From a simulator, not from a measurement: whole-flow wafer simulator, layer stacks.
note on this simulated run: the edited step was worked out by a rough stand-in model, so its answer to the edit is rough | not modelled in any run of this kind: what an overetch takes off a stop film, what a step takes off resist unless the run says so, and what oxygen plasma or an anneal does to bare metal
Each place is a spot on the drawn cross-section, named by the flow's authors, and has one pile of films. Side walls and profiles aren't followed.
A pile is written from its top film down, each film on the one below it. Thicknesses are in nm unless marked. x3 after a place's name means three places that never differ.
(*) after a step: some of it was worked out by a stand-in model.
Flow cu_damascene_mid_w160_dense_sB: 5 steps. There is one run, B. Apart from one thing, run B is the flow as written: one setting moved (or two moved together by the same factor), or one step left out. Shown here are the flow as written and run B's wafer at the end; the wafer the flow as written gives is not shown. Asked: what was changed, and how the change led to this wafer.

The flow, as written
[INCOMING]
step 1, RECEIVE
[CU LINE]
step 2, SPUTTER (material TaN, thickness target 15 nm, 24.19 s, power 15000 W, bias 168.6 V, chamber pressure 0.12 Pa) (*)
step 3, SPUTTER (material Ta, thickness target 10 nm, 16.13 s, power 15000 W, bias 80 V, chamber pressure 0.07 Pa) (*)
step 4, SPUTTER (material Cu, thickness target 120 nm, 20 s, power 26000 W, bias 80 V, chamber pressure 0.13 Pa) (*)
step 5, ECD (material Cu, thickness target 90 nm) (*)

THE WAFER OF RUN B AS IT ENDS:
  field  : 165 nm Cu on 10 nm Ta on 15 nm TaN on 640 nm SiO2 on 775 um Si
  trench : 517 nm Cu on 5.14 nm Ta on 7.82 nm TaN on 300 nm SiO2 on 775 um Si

Cause: step 4, SPUTTER: thickness target 75 nm was run, while the flow as written has thickness target 120 nm; step 4, SPUTTER: 12.5 s was run, where the flow has 20 s.

Step by step, how the change led to this:
  step 4, SPUTTER (material Cu, thickness target 120 nm, 20 s, power 26000 W, bias 80 V, chamber pressure 0.13 Pa) (*)
      field: +75 Cu (new film) (as written it would have been: +120 Cu (new film))
      trench: +38.8 Cu (new film) (as written it would have been: +62 Cu (new film))
  step 5, ECD (material Cu, thickness target 90 nm) (*)
      trench: +478.3 Cu (as written it would have been: +500 Cu)
